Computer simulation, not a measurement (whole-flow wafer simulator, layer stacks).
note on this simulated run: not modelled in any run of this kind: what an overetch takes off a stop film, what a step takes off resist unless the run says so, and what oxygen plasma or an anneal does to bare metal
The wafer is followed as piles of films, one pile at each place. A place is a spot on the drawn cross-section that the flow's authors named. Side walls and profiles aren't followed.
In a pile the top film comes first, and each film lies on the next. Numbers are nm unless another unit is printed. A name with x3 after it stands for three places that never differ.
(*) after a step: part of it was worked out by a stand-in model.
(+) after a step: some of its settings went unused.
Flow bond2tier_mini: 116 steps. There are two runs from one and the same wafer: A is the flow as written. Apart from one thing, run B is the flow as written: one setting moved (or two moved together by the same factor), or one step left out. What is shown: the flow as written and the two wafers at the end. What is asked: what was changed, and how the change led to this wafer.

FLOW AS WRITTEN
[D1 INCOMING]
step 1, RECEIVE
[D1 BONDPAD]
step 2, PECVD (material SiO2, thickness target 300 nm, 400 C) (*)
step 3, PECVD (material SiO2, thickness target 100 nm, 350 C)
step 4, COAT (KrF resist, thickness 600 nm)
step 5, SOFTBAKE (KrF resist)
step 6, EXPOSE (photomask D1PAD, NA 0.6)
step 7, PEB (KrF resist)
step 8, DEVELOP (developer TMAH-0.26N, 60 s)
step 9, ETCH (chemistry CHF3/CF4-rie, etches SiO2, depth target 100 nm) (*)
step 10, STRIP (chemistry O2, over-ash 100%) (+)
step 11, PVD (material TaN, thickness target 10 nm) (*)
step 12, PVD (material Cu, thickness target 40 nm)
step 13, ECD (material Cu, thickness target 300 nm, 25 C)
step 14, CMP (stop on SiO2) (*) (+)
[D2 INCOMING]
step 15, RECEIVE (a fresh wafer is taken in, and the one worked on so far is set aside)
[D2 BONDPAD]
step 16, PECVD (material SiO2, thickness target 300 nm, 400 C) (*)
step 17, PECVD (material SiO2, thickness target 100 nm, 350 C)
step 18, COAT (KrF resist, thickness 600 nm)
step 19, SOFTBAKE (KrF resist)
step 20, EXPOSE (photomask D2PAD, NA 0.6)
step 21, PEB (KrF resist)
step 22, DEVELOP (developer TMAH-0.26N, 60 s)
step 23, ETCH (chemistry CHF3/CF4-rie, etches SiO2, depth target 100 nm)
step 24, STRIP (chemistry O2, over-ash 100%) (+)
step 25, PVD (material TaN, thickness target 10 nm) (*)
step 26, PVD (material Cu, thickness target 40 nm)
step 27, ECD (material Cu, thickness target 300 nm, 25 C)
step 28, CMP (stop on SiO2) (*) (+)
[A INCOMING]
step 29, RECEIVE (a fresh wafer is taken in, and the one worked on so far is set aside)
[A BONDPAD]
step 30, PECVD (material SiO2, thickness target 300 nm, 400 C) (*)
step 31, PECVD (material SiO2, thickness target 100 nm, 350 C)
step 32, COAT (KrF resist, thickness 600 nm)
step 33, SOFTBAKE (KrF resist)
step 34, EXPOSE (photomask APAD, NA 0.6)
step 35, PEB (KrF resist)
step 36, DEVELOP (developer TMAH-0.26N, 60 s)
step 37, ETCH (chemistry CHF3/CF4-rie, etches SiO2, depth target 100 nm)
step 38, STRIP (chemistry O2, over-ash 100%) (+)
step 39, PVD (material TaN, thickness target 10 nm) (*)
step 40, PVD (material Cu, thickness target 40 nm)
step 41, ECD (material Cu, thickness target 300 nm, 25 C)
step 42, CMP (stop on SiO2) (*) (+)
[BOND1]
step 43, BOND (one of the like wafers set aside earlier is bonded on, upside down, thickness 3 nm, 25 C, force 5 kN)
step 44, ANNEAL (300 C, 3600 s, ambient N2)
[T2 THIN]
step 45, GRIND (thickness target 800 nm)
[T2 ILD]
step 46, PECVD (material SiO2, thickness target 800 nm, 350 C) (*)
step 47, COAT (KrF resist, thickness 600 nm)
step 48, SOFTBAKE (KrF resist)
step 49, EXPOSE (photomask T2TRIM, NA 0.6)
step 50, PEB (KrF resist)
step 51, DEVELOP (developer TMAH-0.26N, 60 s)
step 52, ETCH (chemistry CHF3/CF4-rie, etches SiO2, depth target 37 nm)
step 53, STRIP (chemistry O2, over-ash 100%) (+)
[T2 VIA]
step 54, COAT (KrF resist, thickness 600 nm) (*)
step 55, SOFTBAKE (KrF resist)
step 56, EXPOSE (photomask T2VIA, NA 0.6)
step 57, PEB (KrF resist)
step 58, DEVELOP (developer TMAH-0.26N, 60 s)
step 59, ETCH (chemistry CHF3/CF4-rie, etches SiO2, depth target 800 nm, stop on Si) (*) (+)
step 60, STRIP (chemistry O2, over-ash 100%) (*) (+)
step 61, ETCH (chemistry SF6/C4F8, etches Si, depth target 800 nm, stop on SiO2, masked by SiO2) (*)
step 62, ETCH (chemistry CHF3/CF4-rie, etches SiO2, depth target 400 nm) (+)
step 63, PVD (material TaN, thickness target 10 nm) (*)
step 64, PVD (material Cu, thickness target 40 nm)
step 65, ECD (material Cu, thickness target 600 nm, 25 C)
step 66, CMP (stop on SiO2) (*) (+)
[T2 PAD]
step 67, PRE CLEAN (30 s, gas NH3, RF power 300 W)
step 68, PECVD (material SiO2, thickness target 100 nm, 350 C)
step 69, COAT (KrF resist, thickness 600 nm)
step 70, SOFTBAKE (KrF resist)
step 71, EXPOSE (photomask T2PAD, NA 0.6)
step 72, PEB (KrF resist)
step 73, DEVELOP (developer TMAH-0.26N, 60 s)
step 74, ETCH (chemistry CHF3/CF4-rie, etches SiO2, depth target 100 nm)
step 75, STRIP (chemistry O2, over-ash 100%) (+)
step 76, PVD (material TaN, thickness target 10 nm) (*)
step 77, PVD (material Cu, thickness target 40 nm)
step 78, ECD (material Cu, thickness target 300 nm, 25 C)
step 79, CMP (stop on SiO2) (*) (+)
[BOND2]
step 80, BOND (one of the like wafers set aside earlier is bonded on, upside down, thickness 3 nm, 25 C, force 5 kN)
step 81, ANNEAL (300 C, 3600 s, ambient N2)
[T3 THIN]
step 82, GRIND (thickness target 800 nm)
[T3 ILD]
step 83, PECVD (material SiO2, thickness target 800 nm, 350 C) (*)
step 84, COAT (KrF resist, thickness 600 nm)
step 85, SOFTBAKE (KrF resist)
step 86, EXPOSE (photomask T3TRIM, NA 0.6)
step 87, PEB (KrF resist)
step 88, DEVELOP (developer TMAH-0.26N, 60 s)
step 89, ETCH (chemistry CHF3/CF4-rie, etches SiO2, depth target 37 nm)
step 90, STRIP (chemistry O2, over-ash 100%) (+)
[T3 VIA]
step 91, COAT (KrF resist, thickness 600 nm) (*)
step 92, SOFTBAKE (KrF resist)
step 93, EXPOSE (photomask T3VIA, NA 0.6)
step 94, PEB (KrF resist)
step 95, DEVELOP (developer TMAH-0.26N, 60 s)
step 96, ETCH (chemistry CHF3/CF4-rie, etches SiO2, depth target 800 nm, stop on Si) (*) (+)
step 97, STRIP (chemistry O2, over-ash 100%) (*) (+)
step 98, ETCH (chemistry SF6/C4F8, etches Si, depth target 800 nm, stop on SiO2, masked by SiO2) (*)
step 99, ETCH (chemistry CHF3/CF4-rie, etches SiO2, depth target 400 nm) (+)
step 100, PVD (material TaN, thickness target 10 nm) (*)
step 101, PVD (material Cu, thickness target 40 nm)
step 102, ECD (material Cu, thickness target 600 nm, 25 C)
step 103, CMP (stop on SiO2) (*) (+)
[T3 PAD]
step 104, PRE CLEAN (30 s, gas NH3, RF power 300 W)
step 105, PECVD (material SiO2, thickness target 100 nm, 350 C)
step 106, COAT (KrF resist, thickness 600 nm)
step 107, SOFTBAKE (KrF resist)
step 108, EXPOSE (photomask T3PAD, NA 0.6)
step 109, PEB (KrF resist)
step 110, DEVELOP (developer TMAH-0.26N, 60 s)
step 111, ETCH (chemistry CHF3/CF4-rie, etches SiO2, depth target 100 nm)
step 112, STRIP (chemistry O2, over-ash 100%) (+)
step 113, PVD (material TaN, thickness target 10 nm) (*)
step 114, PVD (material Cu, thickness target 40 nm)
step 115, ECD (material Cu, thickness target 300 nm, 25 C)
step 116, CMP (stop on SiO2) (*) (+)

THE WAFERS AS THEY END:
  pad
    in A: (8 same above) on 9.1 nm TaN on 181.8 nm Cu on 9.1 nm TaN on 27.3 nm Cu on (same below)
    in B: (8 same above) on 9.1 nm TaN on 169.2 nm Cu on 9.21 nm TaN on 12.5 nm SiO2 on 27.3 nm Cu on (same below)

What caused this: step 74, ETCH: depth target 87.5 nm was run, whereas the flow has depth target 100 nm.

Step by step, how the change led to this:
  step 74, ETCH (chemistry CHF3/CF4-rie, etches SiO2, depth target 100 nm)
      pad: A -100 SiO2 (all of it) | B -87.5 SiO2
      field: A -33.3 KrF resist | B -29.2 KrF resist
  step 78, ECD (material Cu, thickness target 300 nm, 25 C)
      pad: A +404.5 Cu | B +391.4 Cu
Taking metal films that touch as one body, pad has 4 bodies (between them, from the top down: SiO2 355 / Si 800 / chemical SiO2 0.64 / SiO2 300; SiO2 12.5; SiO2 355 / Si 800 / chemical SiO2 0.64 / SiO2 300); the flow as written gives 3 bodies (between them, from the top down: SiO2 355 / Si 800 / chemical SiO2 0.64 / SiO2 300; SiO2 355 / Si 800 / chemical SiO2 0.64 / SiO2 300).
